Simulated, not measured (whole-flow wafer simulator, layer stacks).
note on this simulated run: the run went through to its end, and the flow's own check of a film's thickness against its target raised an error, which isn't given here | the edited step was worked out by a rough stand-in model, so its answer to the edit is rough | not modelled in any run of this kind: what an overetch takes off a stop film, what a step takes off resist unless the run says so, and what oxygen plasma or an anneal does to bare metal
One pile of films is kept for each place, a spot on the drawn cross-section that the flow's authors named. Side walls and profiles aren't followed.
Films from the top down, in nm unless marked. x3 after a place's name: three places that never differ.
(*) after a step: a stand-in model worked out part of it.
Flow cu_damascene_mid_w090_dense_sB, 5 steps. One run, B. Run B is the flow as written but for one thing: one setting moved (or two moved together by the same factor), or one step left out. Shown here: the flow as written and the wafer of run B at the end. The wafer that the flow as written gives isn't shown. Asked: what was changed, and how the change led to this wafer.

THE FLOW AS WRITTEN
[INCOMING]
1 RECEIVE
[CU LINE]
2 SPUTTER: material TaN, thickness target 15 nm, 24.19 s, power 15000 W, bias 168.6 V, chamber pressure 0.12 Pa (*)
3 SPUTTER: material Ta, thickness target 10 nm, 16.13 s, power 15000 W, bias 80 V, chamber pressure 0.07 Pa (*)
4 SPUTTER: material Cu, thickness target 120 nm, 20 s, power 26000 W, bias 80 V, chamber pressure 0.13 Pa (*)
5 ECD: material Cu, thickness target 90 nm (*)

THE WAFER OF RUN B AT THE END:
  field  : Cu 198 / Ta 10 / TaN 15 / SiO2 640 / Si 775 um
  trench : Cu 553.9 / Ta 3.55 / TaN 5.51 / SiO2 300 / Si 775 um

The cause: step 4, SPUTTER: thickness target 108 nm was run, where the flow has thickness target 120 nm; step 4, SPUTTER: 18 s was run, where the flow has 20 s.

How the change led to this, step by step:
  4 SPUTTER: material Cu, thickness target 120 nm, 20 s, power 26000 W, bias 80 V, chamber pressure 0.13 Pa (*)
      field: Cu +108 (new film) (as written it would be: Cu +120 (new film))
      trench: Cu +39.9 (new film) (as written it would be: Cu +44.3 (new film))
